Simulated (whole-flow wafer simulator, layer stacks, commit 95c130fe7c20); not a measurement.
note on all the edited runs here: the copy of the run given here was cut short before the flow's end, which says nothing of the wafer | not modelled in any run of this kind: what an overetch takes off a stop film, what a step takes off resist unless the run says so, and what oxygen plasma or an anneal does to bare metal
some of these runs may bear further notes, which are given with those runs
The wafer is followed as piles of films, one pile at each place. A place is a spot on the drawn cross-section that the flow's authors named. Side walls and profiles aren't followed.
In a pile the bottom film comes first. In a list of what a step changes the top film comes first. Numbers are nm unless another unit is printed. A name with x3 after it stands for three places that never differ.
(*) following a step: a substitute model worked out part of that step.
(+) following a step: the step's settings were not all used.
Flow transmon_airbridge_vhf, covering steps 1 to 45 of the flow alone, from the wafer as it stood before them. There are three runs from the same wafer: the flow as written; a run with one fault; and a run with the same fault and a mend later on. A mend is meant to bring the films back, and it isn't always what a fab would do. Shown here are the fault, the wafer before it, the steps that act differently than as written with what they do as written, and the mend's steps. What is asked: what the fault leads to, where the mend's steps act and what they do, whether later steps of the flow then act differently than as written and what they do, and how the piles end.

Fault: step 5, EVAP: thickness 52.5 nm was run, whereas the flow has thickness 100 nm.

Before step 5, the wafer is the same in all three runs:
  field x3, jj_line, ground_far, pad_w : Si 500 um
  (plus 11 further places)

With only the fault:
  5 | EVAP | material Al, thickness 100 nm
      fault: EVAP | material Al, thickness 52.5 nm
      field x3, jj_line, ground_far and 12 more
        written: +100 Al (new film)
        fault: +52.5 Al (new film)
  Steps later in the flow that act otherwise than as written (not shown: 15 more steps that differ only slightly, by at most 2% or 0.5 nm, whichever is larger):
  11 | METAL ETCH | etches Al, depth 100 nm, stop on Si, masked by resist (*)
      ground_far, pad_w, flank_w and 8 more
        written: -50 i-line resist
        fault: -39.4 i-line resist
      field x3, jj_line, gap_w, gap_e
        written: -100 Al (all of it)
        fault: -52.5 Al (all of it)
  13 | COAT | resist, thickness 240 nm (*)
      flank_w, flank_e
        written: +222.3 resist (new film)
        fault: +230.2 resist (new film)
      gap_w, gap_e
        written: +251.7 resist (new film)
        fault: +246.4 resist (new film)
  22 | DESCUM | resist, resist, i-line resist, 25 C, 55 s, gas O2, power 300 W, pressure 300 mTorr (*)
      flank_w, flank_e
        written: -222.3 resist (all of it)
        fault: -230.2 resist (all of it)
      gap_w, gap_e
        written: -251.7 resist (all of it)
        fault: -246.4 resist (all of it)
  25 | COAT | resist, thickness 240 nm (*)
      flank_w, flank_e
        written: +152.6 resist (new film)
        fault: +158.2 resist (new film)
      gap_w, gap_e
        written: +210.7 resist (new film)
        fault: +205.6 resist (new film)
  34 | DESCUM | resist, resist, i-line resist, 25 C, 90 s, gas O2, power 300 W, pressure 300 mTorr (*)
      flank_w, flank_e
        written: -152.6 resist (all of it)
        fault: -158.2 resist (all of it)
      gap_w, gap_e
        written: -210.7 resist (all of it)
        fault: -205.6 resist (all of it)
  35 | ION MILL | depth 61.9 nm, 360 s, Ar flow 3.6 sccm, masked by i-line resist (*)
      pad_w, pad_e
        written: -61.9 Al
        fault: -52.5 Al (all of it), -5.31 Si
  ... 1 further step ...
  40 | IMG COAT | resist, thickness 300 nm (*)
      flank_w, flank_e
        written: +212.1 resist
        fault: +219.4 resist
  The piles end different from the flow's at ground_far, pad_w, flank_w and 8 more by more than 2% or 0.5 nm, whichever is larger.
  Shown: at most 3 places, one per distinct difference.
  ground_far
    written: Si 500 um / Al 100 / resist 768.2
    fault: Si 500 um / Al 52.5 / resist 768.2
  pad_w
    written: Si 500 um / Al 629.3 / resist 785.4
    fault: Si 499.99 um / Al 591.3 / resist 785.5
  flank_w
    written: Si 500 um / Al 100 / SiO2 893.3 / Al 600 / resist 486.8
    fault: Si 500 um / Al 52.5 / SiO2 893 / Al 600 / resist 493.9

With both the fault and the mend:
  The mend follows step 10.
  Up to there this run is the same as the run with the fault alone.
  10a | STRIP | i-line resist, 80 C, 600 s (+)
      ground_far, pad_w, flank_w and 8 more
        -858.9 i-line resist (all of it)
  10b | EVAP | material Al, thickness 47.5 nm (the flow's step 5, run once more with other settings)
      field x3, jj_line, ground_far and 12 more
        +47.5 Al
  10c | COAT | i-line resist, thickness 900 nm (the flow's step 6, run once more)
      field x3, jj_line, ground_far and 12 more
        +900 i-line resist (new film)
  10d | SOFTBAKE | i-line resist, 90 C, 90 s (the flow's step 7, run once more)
      alters no film at any place that is followed
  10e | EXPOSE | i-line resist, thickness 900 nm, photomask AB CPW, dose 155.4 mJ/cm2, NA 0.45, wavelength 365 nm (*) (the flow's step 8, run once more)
      alters no film at any place that is followed
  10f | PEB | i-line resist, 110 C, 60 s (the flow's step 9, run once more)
      field x3, jj_line, ground_far and 12 more
        -41 i-line resist
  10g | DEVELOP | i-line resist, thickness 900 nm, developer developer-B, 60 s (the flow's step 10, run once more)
      ground_far, pad_w, flank_w and 8 more
        -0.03 i-line resist
      field x3, jj_line, gap_w, gap_e
        -859 i-line resist (all of it)
  Every later step of the flow that is run acts as written at every place that is followed.
  The piles end the same as the flow's at every place that both follow.
